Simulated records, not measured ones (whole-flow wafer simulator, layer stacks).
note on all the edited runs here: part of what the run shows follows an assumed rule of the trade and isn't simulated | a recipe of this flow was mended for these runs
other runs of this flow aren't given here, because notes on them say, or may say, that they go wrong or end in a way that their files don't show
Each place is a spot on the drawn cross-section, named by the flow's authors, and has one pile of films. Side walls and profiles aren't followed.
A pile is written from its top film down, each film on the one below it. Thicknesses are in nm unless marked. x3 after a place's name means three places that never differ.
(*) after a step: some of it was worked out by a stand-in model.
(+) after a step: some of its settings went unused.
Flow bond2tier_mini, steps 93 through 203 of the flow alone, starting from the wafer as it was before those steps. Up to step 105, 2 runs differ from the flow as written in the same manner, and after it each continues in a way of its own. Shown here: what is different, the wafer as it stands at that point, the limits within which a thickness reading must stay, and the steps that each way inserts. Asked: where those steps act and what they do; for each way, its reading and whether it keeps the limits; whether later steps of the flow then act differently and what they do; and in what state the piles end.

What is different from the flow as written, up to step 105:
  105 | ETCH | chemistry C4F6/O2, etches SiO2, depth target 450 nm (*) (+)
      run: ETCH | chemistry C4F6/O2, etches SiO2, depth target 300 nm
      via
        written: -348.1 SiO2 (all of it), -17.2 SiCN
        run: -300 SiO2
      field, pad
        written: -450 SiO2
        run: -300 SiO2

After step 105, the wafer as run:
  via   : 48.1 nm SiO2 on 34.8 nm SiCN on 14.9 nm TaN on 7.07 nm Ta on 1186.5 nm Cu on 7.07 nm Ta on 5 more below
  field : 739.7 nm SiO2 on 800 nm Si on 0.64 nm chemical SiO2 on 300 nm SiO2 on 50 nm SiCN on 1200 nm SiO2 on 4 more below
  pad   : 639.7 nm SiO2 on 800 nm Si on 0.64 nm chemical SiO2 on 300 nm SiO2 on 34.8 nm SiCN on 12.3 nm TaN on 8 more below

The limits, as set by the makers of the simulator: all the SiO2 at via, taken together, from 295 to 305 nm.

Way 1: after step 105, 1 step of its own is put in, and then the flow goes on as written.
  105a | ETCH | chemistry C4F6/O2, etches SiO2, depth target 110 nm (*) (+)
      field, pad
        -110 SiO2
      via
        -48.1 SiO2 (all of it), -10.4 SiCN
  After step 105a, the reading is 300 nm, within the limits.
  Later steps of the flow acting differently than as written (4 other steps are not shown; they differ only slightly, by no more than 2% or 0.5 nm, whichever is larger):
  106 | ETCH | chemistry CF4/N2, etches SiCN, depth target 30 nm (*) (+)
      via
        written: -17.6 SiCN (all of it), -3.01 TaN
        way: -24.4 SiCN (all of it), -1.37 TaN
  At field, pad, via, the piles at the end differ from the flow's by more than 2% or 0.5 nm, whichever is larger.
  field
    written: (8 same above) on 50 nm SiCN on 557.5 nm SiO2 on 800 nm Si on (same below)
    way: (8 same above) on 50 nm SiCN on 597.5 nm SiO2 on 800 nm Si on (same below)
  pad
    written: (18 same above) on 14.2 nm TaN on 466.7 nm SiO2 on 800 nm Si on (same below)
    way: (18 same above) on 14.2 nm TaN on 506.7 nm SiO2 on 800 nm Si on (same below)
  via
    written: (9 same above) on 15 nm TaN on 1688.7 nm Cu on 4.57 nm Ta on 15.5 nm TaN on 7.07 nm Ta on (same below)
    way: (9 same above) on 15 nm TaN on 1727.2 nm Cu on 4.53 nm Ta on 17.1 nm TaN on 7.07 nm Ta on (same below)

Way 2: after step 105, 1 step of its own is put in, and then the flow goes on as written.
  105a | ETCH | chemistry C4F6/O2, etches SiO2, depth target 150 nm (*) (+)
      field, pad
        -150 SiO2
      via
        -48.1 SiO2 (all of it), -17.2 SiCN
  After step 105a, the reading is 300 nm, within the limits.
  Later steps of the flow that are run all act as written at every place that is followed.
  The piles end the same as the flow's at every place that both follow.

Staying within the limits: way 1, way 2.
